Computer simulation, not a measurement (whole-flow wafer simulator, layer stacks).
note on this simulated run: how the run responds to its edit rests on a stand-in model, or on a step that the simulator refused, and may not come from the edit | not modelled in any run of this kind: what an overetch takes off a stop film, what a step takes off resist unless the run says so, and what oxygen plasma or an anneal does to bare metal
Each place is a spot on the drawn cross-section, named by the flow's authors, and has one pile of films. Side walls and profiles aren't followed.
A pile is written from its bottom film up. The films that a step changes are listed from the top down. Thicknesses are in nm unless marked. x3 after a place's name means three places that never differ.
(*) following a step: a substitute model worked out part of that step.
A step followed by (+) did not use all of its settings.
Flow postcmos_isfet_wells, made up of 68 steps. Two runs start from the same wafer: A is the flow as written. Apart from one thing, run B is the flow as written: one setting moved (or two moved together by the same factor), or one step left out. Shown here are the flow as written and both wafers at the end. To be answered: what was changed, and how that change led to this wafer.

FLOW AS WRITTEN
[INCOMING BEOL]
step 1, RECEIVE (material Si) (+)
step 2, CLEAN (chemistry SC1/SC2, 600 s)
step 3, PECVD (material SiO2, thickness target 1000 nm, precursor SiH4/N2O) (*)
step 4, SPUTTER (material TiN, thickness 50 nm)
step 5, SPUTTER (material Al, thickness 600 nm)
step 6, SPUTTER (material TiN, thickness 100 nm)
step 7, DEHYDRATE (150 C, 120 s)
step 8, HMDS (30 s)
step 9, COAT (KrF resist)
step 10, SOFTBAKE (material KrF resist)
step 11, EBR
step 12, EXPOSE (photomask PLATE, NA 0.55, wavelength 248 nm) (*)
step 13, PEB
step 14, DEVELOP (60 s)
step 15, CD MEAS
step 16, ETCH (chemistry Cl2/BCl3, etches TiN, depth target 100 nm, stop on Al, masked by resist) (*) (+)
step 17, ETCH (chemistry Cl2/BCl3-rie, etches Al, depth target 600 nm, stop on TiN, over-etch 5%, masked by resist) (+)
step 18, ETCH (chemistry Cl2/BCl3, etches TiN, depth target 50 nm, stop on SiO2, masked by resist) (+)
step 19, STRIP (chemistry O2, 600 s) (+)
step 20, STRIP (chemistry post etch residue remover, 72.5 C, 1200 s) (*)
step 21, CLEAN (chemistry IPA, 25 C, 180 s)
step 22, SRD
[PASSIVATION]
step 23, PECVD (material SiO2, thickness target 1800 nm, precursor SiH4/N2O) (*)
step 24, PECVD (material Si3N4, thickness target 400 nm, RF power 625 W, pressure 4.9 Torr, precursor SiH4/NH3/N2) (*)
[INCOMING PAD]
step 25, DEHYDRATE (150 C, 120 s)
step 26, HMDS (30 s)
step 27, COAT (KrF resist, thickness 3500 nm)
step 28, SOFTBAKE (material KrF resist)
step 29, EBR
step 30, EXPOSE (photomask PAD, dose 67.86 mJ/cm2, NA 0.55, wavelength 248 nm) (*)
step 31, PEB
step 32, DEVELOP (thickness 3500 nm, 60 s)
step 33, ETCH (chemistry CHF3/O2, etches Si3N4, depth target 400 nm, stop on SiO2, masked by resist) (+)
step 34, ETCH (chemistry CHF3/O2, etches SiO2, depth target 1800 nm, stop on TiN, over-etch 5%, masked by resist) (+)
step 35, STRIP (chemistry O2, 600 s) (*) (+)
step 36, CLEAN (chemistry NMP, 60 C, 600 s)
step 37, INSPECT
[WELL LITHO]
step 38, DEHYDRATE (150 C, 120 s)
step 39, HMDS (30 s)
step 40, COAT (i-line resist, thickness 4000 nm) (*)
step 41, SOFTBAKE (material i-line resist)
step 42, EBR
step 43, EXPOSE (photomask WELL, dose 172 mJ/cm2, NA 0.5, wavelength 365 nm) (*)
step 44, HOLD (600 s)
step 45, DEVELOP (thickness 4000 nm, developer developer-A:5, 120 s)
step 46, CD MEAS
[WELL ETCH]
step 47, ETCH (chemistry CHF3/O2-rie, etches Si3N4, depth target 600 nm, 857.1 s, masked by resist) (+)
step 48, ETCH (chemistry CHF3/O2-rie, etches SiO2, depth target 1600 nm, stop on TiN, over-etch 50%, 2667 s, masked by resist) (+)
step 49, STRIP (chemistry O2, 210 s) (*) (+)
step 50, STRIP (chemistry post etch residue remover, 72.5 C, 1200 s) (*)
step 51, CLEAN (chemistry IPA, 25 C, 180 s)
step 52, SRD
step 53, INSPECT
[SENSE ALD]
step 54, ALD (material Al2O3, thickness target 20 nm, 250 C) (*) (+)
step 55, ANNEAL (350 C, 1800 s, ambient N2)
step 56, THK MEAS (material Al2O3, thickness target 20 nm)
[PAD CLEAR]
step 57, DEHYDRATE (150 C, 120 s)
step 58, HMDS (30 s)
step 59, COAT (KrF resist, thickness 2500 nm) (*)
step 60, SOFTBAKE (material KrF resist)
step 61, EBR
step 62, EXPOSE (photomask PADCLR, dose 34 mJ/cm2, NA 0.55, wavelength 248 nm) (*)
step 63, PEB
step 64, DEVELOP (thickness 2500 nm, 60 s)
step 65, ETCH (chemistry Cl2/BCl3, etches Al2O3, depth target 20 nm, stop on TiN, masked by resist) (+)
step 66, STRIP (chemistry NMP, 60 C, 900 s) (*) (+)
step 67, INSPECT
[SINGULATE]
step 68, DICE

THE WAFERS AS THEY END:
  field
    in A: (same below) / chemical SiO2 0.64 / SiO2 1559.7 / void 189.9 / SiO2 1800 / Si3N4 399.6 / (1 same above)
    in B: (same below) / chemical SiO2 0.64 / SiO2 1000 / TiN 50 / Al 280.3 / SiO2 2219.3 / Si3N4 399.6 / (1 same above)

The reason: step 17, ETCH: depth target 264 nm was run, whereas the flow has depth target 600 nm.

How this came from the change, step by step:
  step 17, ETCH (chemistry Cl2/BCl3-rie, etches Al, depth target 600 nm, stop on TiN, over-etch 5%, masked by resist) (+)
      field: A Al loses 600 (all of it) | B Al loses 264
      margin, well900, well1300 x3, pad_rim, pad_clr, pad_open: A KrF resist loses 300 | B KrF resist loses 132
  step 18, ETCH (chemistry Cl2/BCl3, etches TiN, depth target 50 nm, stop on SiO2, masked by resist) (+)
      field: A TiN loses 50 (all of it) | B Al loses 50
  step 19, STRIP (chemistry O2, 600 s) (+)
      margin, well900, well1300 x3, pad_rim, pad_clr, pad_open: A KrF resist loses 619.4 (all of it) | B KrF resist loses 787.4 (all of it)
  step 20, STRIP (chemistry post etch residue remover, 72.5 C, 1200 s) (*)
      field: A nothing | B Al loses 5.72
  step 23, PECVD (material SiO2, thickness target 1800 nm, precursor SiH4/N2O) (*)
      field: A SiO2 gains 1800 (new film), void gains 189.9 (new film), SiO2 gains 559.7 | B SiO2 gains 2219.3 (new film)
With metal films that touch counted as one body, field has 1 body; the flow as written gives 0 bodies.
